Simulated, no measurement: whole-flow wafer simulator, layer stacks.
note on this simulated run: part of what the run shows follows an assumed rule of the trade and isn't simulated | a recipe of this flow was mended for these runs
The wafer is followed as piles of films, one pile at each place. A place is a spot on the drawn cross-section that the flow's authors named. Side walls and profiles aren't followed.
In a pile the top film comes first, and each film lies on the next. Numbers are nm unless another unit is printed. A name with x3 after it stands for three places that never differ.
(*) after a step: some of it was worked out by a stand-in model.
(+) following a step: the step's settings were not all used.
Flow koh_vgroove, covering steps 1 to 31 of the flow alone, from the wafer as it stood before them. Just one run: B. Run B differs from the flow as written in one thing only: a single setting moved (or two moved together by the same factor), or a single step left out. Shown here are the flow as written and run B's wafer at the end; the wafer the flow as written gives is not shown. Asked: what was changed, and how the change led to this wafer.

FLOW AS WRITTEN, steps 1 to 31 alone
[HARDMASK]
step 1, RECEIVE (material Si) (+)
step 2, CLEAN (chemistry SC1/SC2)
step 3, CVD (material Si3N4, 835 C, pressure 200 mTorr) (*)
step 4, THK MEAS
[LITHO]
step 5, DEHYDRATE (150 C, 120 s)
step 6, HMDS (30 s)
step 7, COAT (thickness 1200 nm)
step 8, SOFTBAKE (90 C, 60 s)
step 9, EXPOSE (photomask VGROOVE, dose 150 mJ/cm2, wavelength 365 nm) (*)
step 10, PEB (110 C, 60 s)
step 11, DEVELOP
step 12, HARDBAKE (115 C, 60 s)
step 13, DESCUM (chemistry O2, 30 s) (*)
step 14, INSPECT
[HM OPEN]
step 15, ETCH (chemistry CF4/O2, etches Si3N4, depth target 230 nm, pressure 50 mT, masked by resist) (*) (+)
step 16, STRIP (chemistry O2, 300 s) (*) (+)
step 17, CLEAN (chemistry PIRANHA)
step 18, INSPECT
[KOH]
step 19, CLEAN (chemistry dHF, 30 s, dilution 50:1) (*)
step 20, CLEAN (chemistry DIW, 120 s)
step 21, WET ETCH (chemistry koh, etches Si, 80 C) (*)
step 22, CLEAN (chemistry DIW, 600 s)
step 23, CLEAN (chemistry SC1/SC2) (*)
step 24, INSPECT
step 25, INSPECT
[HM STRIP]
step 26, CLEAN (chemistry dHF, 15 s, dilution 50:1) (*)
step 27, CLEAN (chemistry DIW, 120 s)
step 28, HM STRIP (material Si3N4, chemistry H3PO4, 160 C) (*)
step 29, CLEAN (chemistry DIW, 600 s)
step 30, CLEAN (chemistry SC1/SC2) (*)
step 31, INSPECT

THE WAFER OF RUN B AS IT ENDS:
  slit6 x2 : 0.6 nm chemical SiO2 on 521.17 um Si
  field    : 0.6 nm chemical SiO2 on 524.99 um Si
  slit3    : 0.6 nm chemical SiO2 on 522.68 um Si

The reason: step 3, CVD: 805 C was run, whereas the flow has 835 C.

Step by step, how the change led to this:
  step 3, CVD (material Si3N4, 835 C, pressure 200 mTorr) (*)
      field, slit3, slit2, slit6 x2: Si3N4 gains 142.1 (new film) (in the flow as written it would be: Si3N4 gains 200 (new film))
  step 15, ETCH (chemistry CF4/O2, etches Si3N4, depth target 230 nm, pressure 50 mT, masked by resist) (*) (+)
      slit3, slit2, slit6 x2: Si3N4 loses 142.1 (all of it), chemical SiO2 loses 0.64 (all of it), Si loses 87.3 (in the flow as written it would be: Si3N4 loses 200 (all of it), chemical SiO2 loses 0.64 (all of it), Si loses 29.4)
  step 28, HM STRIP (material Si3N4, chemistry H3PO4, 160 C) (*)
      field: Si3N4 loses 140.8 (all of it), chemical SiO2 loses 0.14, Si loses 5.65 (in the flow as written it would be: Si3N4 loses 198.7 (all of it), chemical SiO2 loses 0.14, Si loses 2.75)
